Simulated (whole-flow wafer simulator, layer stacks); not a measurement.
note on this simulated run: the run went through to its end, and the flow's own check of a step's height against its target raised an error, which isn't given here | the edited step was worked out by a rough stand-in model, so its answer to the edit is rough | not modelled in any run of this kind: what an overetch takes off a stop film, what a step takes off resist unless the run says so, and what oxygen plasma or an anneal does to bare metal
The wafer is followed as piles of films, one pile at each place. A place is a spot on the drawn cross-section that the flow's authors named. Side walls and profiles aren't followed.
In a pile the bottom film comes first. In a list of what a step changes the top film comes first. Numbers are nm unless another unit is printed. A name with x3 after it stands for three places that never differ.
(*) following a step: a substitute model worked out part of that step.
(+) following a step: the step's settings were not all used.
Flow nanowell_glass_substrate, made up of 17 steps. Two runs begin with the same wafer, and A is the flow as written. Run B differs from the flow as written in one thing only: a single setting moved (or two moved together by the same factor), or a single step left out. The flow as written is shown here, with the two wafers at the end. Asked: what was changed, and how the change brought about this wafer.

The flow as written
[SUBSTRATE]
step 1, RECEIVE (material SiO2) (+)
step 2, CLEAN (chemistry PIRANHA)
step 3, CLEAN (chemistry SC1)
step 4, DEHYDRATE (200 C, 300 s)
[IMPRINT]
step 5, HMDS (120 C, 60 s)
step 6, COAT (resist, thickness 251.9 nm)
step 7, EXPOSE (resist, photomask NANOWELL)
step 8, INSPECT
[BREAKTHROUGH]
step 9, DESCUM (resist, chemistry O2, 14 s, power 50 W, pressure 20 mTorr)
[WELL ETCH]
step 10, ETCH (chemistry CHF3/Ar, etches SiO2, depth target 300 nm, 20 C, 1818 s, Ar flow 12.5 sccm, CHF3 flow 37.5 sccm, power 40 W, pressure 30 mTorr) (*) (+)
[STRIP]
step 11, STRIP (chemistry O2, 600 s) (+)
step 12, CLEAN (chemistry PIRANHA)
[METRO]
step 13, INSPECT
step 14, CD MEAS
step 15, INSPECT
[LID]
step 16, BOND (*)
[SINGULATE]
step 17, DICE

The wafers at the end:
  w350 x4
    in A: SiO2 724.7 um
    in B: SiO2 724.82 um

Cause: step 10, ETCH: depth target 184.8 nm was run, while the flow as written has depth target 300 nm; step 10, ETCH: 1120 s was run, where the flow has 1818 s.

Step by step, how the change led to this:
  step 10, ETCH (chemistry CHF3/Ar, etches SiO2, depth target 300 nm, 20 C, 1818 s, Ar flow 12.5 sccm, CHF3 flow 37.5 sccm, power 40 W, pressure 30 mTorr) (*) (+)
      w350 x4: A -300 SiO2 | B -184.8 SiO2
      land: A -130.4 resist | B -80.3 resist
  step 11, STRIP (chemistry O2, 600 s) (+)
      land: A -125.9 resist (all of it) | B -176 resist (all of it)
